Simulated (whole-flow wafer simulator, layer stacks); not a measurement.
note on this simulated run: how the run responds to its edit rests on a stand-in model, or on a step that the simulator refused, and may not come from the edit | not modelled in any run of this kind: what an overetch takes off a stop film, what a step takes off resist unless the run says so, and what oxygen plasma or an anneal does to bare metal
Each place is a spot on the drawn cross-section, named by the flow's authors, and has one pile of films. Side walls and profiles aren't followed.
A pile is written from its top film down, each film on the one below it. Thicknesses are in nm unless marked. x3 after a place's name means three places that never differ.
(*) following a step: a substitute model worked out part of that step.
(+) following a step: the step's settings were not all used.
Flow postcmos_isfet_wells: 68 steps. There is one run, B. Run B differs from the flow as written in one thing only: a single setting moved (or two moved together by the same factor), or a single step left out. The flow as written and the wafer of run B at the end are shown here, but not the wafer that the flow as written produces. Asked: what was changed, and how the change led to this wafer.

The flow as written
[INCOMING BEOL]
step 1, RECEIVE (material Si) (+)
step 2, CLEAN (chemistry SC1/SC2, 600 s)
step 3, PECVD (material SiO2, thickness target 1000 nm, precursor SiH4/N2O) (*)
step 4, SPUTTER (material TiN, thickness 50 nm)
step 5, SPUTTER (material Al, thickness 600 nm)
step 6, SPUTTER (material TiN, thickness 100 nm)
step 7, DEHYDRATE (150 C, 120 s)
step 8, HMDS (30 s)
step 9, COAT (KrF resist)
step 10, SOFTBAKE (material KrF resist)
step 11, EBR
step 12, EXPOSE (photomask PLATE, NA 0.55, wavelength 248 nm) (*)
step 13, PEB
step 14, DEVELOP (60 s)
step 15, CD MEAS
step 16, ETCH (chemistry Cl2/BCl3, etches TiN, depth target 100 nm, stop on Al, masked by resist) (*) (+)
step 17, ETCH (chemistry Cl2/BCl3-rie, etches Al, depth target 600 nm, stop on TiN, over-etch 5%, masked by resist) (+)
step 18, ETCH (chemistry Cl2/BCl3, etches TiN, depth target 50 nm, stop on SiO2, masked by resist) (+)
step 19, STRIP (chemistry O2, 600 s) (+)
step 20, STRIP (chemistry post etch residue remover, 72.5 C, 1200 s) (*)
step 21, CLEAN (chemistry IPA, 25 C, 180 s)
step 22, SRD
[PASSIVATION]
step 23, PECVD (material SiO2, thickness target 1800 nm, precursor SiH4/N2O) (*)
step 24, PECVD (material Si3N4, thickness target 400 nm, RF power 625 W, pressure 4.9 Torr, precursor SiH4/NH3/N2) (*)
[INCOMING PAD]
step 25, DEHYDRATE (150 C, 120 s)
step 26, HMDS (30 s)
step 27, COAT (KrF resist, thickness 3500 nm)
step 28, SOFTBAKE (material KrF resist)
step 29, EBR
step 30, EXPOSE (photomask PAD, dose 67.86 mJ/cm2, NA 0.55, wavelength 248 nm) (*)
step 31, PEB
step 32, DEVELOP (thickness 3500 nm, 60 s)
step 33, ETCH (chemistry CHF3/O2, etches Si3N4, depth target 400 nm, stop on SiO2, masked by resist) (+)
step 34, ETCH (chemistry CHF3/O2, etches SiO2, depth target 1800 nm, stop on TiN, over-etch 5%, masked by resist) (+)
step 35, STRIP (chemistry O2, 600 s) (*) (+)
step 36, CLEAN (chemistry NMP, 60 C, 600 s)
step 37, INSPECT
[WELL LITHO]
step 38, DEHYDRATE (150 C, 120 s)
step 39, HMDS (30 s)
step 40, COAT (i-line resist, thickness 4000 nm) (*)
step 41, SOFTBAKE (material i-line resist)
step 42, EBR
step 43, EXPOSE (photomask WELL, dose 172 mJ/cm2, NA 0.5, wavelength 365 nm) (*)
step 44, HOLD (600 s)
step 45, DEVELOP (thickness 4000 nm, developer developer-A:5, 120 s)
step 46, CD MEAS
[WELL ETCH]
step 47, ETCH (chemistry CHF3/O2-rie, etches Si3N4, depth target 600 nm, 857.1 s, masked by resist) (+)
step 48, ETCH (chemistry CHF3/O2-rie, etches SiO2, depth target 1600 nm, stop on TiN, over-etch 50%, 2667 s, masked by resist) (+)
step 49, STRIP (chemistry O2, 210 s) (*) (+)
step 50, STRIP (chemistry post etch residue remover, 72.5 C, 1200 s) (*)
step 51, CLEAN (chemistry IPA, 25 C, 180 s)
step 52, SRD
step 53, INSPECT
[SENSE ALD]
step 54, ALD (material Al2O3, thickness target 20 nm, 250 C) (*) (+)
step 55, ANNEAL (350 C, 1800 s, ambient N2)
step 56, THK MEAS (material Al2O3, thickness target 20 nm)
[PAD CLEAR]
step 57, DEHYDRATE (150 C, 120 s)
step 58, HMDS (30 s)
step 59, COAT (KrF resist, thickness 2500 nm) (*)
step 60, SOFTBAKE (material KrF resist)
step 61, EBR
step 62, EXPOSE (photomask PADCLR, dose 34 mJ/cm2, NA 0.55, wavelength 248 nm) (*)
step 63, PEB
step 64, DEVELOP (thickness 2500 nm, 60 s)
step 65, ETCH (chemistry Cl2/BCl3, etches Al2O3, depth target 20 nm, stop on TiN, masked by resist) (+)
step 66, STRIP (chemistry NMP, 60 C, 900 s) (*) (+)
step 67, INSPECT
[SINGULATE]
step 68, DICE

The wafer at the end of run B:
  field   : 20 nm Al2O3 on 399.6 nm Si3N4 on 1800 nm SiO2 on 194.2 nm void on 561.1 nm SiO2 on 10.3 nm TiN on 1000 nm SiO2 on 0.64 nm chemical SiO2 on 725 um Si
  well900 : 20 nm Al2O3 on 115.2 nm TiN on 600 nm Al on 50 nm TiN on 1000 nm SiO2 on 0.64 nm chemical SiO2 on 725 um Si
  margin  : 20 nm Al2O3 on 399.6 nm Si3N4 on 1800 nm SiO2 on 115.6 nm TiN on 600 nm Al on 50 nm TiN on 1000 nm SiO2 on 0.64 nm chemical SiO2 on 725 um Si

The reason: step 6, SPUTTER: thickness 116 nm was run, while the flow as written has thickness 100 nm.

How this came from the change, step by step:
  step 6, SPUTTER (material TiN, thickness 100 nm)
      field, margin, well900, well1300 x3, pad_rim, pad_clr, pad_open: TiN gains 116 (new film) (as written it would have been: TiN gains 100 (new film))
  step 16, ETCH (chemistry Cl2/BCl3, etches TiN, depth target 100 nm, stop on Al, masked by resist) (*) (+)
      field: TiN loses 100 (as written it would have been: TiN loses 100 (all of it))
  step 17, ETCH (chemistry Cl2/BCl3-rie, etches Al, depth target 600 nm, stop on TiN, over-etch 5%, masked by resist) (+)
      field: TiN loses 16 (all of it), Al loses 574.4 (as written it would have been: Al loses 600 (all of it))
  step 18, ETCH (chemistry Cl2/BCl3, etches TiN, depth target 50 nm, stop on SiO2, masked by resist) (+)
      field: Al loses 25.6 (all of it), TiN loses 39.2 (as written it would have been: TiN loses 50 (all of it))
  step 23, PECVD (material SiO2, thickness target 1800 nm, precursor SiH4/N2O) (*)
      field: SiO2 gains 1800 (new film), void gains 194.2 (new film), SiO2 gains 561.1 (new film) (as written it would have been: SiO2 gains 1800 (new film), void gains 189.9 (new film), SiO2 gains 559.7)
With metal films that touch counted as one body, field has 1 body; the flow as written gives 0 bodies.
